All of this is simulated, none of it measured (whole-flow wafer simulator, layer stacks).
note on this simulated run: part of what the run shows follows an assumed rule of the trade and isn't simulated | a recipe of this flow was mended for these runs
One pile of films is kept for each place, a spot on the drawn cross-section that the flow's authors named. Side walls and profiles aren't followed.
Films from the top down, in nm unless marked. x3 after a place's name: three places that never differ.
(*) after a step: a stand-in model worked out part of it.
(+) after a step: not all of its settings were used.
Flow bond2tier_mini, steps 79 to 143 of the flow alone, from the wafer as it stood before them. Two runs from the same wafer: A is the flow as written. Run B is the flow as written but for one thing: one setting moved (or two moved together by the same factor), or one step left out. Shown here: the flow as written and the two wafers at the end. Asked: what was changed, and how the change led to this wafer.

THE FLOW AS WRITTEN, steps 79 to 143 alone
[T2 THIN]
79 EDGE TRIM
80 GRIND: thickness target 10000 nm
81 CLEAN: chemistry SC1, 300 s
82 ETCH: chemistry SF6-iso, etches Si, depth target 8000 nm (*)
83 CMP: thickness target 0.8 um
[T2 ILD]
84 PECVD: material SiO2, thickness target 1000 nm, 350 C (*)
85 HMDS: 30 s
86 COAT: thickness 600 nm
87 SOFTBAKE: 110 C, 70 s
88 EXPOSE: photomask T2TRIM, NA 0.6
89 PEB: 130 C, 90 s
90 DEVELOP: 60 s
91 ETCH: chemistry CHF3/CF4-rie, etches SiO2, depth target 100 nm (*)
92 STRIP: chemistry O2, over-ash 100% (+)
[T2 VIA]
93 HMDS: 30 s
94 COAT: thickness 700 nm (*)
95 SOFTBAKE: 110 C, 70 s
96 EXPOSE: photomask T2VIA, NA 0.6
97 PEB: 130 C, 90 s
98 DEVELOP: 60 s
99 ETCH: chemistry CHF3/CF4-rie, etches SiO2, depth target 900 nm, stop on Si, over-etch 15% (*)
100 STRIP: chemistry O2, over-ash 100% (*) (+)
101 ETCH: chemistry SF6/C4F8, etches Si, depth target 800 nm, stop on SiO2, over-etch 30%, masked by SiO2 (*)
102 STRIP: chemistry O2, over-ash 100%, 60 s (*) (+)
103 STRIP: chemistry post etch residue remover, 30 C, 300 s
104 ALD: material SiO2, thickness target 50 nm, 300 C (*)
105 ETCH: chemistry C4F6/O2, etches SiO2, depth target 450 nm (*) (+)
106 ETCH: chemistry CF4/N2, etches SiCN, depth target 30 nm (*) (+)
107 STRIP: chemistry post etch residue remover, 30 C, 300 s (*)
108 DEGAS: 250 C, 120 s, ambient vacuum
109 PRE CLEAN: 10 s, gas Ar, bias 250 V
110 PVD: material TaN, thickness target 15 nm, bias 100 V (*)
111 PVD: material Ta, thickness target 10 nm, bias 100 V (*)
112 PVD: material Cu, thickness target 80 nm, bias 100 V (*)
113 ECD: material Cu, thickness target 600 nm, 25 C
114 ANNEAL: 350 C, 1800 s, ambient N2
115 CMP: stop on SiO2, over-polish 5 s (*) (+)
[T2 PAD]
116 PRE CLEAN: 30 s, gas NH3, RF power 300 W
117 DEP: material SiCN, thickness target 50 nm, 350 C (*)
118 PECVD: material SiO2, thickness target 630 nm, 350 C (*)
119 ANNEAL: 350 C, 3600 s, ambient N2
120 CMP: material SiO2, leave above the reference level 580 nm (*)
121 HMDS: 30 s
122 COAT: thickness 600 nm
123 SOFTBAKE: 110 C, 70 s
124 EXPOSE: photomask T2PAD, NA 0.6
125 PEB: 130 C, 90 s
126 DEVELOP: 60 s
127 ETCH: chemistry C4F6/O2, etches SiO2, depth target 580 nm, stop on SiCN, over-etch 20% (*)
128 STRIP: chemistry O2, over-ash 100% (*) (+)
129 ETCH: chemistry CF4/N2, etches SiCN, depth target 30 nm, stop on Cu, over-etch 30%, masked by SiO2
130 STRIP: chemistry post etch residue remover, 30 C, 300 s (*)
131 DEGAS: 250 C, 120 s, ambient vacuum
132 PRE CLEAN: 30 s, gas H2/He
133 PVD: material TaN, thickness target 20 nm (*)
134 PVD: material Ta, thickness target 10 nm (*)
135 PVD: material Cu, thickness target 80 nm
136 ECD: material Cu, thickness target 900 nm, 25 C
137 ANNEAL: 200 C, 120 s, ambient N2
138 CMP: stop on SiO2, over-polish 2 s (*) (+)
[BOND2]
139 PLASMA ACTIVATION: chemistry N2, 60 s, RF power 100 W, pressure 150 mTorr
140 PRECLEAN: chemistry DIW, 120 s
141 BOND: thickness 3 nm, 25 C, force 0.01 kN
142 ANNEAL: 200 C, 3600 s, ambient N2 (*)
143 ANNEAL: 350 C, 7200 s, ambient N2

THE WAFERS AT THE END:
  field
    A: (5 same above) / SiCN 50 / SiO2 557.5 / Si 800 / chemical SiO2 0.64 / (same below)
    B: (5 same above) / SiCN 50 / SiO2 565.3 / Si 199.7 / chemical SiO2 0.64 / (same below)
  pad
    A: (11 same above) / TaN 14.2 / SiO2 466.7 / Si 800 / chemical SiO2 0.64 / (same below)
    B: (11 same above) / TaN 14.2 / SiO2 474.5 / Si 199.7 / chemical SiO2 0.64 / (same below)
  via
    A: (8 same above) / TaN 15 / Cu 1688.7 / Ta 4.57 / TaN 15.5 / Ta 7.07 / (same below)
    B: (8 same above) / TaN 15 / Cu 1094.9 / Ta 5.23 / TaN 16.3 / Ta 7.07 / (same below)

The cause: step 82, ETCH: depth target 9800 nm was run, where the flow has depth target 8000 nm.

How the change led to this, step by step:
  82 ETCH: chemistry SF6-iso, etches Si, depth target 8000 nm (*)
      field, pad, via: A chemical SiO2 -0.6 (all of it), Si -8000 | B chemical SiO2 -0.6 (all of it), Si -9800
  83 CMP: thickness target 0.8 um
      field, pad, via: A Si -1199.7 | B nothing
  101 ETCH: chemistry SF6/C4F8, etches Si, depth target 800 nm, stop on SiO2, over-etch 30%, masked by SiO2 (*)
      field, pad: A SiO2 -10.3 | B SiO2 -2.45
      via: A Si -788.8 (all of it), chemical SiO2 -0.64 (all of it), SiO2 -1.87 | B Si -188.5 (all of it), chemical SiO2 -0.64 (all of it), SiO2 -7.87
  105 ETCH: chemistry C4F6/O2, etches SiO2, depth target 450 nm (*) (+)
      via: A SiO2 -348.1 (all of it), SiCN -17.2 | B SiO2 -342.1 (all of it), SiCN -18.2
  106 ETCH: chemistry CF4/N2, etches SiCN, depth target 30 nm (*) (+)
      via: A SiCN -17.6 (all of it), TaN -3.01 | B SiCN -16.6 (all of it), TaN -3.26
  110 PVD: material TaN, thickness target 15 nm, bias 100 V (*)
      via: A TaN +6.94 | B TaN +7.92
  111 PVD: material Ta, thickness target 10 nm, bias 100 V (*)
      via: A Ta +4.57 (new film) | B Ta +5.23 (new film)
  112 PVD: material Cu, thickness target 80 nm, bias 100 V (*)
      via: A Cu +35 (new film) | B Cu +40.5 (new film)
  113 ECD: material Cu, thickness target 600 nm, 25 C
      via: A Cu +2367 | B Cu +1767.6
